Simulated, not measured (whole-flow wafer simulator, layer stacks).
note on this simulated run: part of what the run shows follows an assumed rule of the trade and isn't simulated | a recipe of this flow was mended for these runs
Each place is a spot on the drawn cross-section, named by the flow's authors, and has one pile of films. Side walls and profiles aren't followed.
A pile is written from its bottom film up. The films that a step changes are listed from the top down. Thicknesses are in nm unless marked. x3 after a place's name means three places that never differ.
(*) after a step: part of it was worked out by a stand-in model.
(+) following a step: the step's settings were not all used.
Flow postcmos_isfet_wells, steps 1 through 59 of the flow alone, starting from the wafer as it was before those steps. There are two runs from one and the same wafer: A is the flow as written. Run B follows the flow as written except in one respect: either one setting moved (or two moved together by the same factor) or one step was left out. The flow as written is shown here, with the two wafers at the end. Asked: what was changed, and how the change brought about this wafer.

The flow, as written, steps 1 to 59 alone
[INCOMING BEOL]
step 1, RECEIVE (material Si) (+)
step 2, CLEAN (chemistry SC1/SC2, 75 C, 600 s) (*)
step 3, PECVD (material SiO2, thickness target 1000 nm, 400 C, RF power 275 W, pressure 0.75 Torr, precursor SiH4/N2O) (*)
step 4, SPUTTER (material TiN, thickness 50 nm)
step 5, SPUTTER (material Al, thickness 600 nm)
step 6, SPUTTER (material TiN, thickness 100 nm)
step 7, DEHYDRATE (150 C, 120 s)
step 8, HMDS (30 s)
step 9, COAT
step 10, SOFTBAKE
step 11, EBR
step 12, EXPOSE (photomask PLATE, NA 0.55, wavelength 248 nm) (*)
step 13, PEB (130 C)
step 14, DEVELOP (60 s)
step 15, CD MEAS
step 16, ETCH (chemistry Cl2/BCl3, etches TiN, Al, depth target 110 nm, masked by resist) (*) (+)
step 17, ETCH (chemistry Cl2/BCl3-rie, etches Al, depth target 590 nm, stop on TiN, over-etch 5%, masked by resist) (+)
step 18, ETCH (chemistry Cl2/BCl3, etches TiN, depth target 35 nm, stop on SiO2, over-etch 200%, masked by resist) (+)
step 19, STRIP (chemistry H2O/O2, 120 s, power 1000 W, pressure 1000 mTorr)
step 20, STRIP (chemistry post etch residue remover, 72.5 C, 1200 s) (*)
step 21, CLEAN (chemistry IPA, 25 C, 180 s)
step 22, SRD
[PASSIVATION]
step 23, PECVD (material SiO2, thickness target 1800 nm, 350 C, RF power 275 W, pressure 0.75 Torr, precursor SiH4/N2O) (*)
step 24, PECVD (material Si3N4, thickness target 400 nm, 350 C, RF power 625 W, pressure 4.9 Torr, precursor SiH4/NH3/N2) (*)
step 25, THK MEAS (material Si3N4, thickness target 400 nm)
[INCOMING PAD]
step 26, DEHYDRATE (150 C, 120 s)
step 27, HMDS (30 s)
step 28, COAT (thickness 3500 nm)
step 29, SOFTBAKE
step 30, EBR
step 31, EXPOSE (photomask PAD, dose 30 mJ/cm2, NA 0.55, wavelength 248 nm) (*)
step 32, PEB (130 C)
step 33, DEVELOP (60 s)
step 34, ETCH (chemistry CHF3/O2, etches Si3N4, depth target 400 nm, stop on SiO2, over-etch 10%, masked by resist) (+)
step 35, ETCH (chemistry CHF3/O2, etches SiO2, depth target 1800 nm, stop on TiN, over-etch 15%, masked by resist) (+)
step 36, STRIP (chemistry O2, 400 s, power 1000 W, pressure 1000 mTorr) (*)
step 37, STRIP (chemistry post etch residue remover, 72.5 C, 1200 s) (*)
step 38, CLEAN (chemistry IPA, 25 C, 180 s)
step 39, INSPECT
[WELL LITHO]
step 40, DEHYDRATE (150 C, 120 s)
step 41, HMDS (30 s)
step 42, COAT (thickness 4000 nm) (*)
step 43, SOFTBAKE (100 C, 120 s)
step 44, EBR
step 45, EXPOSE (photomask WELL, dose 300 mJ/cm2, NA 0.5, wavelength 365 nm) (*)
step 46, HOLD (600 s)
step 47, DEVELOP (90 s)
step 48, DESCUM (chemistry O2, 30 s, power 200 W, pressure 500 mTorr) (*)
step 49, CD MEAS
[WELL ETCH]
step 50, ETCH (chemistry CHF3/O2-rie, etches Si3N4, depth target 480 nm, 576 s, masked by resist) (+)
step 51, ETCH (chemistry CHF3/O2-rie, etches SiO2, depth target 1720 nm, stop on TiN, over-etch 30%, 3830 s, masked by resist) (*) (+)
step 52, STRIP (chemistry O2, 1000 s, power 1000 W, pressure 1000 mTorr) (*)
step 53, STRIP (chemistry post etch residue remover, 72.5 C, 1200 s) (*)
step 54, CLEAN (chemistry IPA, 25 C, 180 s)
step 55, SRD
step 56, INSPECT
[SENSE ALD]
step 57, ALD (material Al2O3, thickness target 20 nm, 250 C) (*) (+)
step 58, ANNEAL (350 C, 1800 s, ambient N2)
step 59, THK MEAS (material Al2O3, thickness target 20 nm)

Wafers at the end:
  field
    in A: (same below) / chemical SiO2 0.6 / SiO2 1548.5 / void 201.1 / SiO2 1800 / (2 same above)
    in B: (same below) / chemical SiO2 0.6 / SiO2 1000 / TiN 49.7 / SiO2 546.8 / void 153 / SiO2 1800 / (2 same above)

Cause: step 17, ETCH: depth target 460 nm was run, whereas the flow has depth target 590 nm.

Step by step, how the change led to this:
  step 17, ETCH (chemistry Cl2/BCl3-rie, etches Al, depth target 590 nm, stop on TiN, over-etch 5%, masked by resist) (+)
      field: A Al loses 590 (all of it), TiN loses 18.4 | B Al loses 483
      margin x2, well900 x4, pad_clr, pad_open: A thick-KrF-resist loses 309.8 | B thick-KrF-resist loses 241.5
  step 18, ETCH (chemistry Cl2/BCl3, etches TiN, depth target 35 nm, stop on SiO2, over-etch 200%, masked by resist) (+)
      field: A TiN loses 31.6 (all of it), SiO2 loses 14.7 | B Al loses 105
      margin x2, well900 x4, pad_clr, pad_open: A thick-KrF-resist loses 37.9 | B thick-KrF-resist loses 42
  step 19, STRIP (chemistry H2O/O2, 120 s, power 1000 W, pressure 1000 mTorr)
      margin x2, well900 x4, pad_clr, pad_open: A thick-KrF-resist loses 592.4 (all of it) | B thick-KrF-resist loses 656.5 (all of it)
  step 20, STRIP (chemistry post etch residue remover, 72.5 C, 1200 s) (*)
      field: A nothing | B Al loses 2 (all of it), TiN loses 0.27
  step 23, PECVD (material SiO2, thickness target 1800 nm, 350 C, RF power 275 W, pressure 0.75 Torr, precursor SiH4/N2O) (*)
      field: A SiO2 gains 1800 (new film), void gains 201.1 (new film), SiO2 gains 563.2 | B SiO2 gains 1800 (new film), void gains 153 (new film), SiO2 gains 546.8 (new film)
If metal films that touch count as one body, field has 1 body; the flow as written gives 0 bodies.
